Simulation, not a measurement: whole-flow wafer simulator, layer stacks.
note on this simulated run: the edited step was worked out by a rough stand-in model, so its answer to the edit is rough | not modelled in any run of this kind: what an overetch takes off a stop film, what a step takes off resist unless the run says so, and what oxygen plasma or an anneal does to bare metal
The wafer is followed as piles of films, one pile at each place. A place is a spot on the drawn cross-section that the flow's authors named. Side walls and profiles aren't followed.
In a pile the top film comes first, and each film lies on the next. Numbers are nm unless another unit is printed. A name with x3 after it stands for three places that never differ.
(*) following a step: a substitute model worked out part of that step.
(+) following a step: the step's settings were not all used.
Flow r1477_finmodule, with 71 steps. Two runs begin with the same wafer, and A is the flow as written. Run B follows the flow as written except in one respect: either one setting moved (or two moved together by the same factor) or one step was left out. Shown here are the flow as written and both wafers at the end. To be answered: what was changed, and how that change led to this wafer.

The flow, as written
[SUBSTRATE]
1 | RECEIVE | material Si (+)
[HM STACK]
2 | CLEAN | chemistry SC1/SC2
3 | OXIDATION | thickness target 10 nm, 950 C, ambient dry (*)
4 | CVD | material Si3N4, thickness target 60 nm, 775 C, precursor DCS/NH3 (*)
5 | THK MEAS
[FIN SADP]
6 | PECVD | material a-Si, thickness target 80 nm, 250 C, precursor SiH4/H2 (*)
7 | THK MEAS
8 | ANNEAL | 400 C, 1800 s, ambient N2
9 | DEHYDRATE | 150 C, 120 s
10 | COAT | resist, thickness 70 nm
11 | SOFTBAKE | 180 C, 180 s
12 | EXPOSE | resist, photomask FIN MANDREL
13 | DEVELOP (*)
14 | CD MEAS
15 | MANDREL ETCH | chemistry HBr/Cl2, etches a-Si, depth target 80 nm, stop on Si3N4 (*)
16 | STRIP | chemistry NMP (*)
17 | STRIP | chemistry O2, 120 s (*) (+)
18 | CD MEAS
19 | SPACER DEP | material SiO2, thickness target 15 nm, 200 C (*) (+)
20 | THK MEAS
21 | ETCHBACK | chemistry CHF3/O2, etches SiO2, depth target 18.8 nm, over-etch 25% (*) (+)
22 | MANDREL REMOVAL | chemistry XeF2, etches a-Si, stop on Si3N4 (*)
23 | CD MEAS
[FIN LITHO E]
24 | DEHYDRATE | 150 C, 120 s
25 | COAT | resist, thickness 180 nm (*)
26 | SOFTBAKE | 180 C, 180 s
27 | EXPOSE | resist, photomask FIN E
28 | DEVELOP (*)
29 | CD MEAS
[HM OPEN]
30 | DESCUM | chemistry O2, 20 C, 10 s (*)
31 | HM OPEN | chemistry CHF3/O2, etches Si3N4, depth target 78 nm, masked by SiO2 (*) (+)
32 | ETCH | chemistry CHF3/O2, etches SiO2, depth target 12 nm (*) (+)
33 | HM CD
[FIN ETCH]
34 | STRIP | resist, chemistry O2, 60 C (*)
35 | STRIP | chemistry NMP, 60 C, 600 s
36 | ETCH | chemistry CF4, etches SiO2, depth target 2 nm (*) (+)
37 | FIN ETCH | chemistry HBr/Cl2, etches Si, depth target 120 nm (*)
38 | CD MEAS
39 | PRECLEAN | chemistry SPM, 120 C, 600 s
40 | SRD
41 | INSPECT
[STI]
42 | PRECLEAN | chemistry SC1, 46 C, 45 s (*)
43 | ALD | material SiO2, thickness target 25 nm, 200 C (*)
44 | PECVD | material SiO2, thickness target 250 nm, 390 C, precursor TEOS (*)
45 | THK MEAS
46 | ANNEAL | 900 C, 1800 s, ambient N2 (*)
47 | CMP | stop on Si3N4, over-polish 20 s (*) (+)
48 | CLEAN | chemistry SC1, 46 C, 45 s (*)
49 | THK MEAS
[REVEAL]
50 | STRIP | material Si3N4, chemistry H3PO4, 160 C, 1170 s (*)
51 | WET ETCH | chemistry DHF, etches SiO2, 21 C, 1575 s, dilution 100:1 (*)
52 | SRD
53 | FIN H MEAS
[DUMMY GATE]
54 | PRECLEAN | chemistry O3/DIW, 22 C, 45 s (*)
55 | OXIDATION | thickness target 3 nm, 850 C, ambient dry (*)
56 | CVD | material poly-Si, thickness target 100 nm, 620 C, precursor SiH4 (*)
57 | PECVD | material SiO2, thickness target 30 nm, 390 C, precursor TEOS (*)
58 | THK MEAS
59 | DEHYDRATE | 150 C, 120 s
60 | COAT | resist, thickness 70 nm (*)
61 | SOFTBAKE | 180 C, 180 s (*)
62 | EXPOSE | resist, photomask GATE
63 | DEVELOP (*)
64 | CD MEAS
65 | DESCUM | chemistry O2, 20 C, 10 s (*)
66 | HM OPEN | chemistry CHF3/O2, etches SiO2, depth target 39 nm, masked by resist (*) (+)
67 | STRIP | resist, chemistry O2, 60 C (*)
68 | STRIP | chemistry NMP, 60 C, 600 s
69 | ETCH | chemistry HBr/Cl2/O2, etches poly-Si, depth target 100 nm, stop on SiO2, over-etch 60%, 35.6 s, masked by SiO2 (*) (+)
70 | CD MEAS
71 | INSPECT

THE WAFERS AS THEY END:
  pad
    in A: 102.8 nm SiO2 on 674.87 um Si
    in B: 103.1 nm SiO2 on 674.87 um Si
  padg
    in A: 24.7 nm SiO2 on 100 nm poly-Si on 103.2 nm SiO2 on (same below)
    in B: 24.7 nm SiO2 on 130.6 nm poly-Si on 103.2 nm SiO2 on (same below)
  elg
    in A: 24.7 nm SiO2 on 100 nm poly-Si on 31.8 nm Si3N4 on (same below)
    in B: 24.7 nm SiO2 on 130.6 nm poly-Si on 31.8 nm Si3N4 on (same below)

What caused this: step 56, CVD: thickness target 130.6 nm was run, though the flow has thickness target 100 nm.
The wafer lets one read it off: padg has poly-Si 130.6, and step 56 as written asks for 100 nm.

The path from the change to this, step by step:
  56 | CVD | material poly-Si, thickness target 100 nm, 620 C, precursor SiH4 (*)
      pad, padg, elg and 26 more: A poly-Si gains 100 (new film) | B poly-Si gains 130.6 (new film)
      s40cg, s40co: A poly-Si gains 113.9 (new film) | B poly-Si gains 145 (new film)
      (and at 5 other places as well)
  67 | STRIP | resist, chemistry O2, 60 C (*)
      s50cg: A resist loses 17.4 (all of it) | B resist loses 16.8 (all of it)
  69 | ETCH | chemistry HBr/Cl2/O2, etches poly-Si, depth target 100 nm, stop on SiO2, over-etch 60%, 35.6 s, masked by SiO2 (*) (+)
      elo, e40lo, e100lo, e200lo: A chemical SiO2 loses 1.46 (all of it), poly-Si loses 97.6 (all of it), Si3N4 loses 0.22 | B chemical SiO2 loses 1.46 (all of it), poly-Si loses 128.2 (all of it)
      pad, eso, e40so and 8 more: A chemical SiO2 loses 1.46 (all of it), poly-Si loses 97.6 (all of it), SiO2 loses 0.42 | B chemical SiO2 loses 1.46 (all of it), poly-Si loses 128.2 (all of it), SiO2 loses 0.16
      (and at 3 other places as well)
